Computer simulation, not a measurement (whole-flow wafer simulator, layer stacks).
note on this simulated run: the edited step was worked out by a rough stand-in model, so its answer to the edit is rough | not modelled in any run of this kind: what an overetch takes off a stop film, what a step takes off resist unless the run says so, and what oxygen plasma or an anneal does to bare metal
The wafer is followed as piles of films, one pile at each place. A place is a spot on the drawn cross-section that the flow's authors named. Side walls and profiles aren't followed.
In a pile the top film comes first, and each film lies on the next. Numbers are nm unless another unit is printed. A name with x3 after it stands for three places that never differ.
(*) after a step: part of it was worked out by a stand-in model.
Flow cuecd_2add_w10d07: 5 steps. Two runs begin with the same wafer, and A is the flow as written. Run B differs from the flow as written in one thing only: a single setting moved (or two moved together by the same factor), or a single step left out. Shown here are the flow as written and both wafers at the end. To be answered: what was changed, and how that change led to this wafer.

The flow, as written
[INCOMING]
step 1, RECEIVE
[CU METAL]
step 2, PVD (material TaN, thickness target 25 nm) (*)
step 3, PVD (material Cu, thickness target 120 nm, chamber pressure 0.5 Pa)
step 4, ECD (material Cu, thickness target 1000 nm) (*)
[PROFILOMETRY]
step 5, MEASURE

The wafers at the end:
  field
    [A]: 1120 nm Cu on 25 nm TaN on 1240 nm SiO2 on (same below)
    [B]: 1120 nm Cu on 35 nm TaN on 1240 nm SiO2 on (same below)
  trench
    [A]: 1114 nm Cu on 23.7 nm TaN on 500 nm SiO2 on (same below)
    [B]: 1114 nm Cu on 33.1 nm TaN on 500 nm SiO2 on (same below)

The reason: step 2, PVD: thickness target 35 nm was run, while the flow as written has thickness target 25 nm.
One can read it off the wafer: field has TaN 35, and step 2 as written asks for 25 nm.

Step by step, how the change led to this:
  step 2, PVD (material TaN, thickness target 25 nm) (*)
      field: A TaN gains 25 (new film) | B TaN gains 35 (new film)
      trench: A TaN gains 23.7 (new film) | B TaN gains 33.1 (new film)
